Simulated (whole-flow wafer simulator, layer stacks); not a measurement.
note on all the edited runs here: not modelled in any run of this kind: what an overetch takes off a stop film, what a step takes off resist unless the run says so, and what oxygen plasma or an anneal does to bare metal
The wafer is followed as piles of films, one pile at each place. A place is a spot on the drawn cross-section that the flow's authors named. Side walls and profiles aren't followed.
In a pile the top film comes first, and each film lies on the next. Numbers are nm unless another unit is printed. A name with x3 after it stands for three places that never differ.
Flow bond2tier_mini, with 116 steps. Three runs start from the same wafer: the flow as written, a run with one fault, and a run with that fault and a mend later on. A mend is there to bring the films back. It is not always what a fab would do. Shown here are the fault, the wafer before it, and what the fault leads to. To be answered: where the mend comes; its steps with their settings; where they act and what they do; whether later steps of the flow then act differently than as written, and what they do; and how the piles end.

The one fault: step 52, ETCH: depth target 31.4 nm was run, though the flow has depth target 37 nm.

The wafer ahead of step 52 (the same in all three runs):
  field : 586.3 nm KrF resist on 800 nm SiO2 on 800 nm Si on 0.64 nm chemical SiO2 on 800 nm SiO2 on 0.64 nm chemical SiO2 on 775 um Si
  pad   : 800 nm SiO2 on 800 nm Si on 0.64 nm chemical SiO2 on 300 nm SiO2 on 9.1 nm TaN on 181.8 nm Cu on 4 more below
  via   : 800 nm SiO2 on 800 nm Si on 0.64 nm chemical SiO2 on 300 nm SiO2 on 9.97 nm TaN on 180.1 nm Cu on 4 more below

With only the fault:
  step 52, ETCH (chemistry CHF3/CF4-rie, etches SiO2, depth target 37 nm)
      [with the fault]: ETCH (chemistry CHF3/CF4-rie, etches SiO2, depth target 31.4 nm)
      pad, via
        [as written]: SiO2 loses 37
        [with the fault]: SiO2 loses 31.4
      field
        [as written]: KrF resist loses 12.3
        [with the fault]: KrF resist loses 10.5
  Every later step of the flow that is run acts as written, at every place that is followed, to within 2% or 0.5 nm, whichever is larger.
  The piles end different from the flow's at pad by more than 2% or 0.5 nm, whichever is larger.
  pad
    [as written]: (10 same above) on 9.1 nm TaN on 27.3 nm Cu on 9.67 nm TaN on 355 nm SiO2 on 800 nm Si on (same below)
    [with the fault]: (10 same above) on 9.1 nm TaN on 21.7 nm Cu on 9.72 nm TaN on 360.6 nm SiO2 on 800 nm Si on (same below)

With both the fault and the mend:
  After step 52 comes the mend.
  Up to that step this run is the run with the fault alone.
  step 52a, ETCH (chemistry CHF3/CF4-rie, etches SiO2, depth target 5.6 nm) (the flow's step 52, run once more with other settings)
      pad, via
        SiO2 loses 5.6
      field
        KrF resist loses 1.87
  Every later step of the flow that is run acts as written at every place that is followed.
  At every place that both follow, the piles at the end match the flow's.
